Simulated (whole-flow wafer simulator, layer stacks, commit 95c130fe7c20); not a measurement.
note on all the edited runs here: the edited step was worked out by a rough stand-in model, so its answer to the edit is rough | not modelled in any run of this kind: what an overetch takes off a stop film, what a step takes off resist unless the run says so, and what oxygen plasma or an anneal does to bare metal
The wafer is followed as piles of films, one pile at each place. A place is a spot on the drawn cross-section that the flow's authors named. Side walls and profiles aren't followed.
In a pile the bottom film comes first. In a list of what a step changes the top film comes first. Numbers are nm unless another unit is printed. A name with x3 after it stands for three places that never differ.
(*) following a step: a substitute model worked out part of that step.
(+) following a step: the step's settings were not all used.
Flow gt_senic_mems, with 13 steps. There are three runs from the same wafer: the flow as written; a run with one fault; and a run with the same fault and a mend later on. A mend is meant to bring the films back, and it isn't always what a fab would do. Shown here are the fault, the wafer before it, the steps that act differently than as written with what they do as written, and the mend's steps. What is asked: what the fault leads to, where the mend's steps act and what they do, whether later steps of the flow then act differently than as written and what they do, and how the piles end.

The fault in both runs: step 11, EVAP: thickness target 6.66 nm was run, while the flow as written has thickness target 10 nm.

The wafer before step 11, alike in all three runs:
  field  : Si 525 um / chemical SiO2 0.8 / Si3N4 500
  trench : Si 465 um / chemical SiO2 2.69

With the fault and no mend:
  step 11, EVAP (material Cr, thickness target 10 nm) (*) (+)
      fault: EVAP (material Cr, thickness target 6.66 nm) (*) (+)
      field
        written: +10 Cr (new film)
        fault: +6.66 Cr (new film)
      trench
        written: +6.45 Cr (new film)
        fault: +4.3 Cr (new film)
  None of the later steps of the flow acts differently than as written at any place that is followed.
  At field, trench, the piles at the end differ from the flow's by more than 2% or 0.5 nm, whichever is larger.
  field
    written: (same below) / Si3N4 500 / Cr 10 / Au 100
    fault: (same below) / Si3N4 500 / Cr 6.66 / Au 100
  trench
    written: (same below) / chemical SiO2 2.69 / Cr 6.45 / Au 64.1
    fault: (same below) / chemical SiO2 2.69 / Cr 4.3 / Au 64.1

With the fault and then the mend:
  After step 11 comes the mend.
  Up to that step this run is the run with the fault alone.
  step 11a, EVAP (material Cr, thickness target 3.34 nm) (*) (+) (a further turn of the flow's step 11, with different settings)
      field
        +3.34 Cr
      trench
        +2.16 Cr
  None of the later steps of the flow acts differently than as written at any place that is followed.
  The piles end only slightly different from the flow's at the places that both follow, by no more than 2% or 0.5 nm, whichever is larger.
